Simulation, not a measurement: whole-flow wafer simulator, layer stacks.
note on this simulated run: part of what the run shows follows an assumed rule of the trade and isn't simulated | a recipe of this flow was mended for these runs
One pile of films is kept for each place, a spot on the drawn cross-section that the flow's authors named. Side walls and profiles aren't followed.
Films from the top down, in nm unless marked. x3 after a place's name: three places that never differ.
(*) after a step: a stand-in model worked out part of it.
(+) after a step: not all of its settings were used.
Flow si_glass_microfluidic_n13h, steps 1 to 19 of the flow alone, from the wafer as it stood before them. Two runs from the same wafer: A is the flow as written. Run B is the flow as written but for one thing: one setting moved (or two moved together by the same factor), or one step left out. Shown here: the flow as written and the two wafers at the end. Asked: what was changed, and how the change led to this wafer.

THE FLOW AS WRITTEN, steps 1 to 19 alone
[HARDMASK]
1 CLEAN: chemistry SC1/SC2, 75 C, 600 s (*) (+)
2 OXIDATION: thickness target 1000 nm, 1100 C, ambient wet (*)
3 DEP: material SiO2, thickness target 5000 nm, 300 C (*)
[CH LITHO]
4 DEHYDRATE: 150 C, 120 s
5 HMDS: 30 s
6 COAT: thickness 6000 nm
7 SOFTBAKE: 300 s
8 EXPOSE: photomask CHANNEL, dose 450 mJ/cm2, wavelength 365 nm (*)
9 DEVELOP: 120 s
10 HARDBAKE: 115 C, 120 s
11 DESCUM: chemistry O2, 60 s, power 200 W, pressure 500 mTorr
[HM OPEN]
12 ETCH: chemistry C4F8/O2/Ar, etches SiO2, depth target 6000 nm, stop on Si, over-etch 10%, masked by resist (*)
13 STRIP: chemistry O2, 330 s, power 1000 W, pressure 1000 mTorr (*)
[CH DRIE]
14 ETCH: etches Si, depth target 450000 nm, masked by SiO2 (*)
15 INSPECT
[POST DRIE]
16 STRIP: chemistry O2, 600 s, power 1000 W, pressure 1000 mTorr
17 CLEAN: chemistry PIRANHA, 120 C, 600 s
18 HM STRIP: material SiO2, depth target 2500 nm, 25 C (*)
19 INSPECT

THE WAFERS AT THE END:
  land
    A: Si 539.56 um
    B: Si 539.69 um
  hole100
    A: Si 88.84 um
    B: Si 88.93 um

The cause: step 2, OXIDATION: thickness target 700 nm was run, where the flow has thickness target 1000 nm.

How the change led to this, step by step:
  2 OXIDATION: thickness target 1000 nm, 1100 C, ambient wet (*)
      land, hole100: A SiO2 +1000 (new film), chemical SiO2 -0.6 (all of it), Si -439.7 | B SiO2 +700 (new film), chemical SiO2 -0.6 (all of it), Si -307.7
  12 ETCH: chemistry C4F8/O2/Ar, etches SiO2, depth target 6000 nm, stop on Si, over-etch 10%, masked by resist (*)
      land: A thick-i-line-resist -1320 | B thick-i-line-resist -1254
      hole100: A SiO2 -6000 (all of it), Si -75 | B SiO2 -5700 (all of it), Si -112.5
  18 HM STRIP: material SiO2, depth target 2500 nm, 25 C (*)
      land: A SiO2 -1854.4 (all of it) | B SiO2 -1555.2 (all of it)
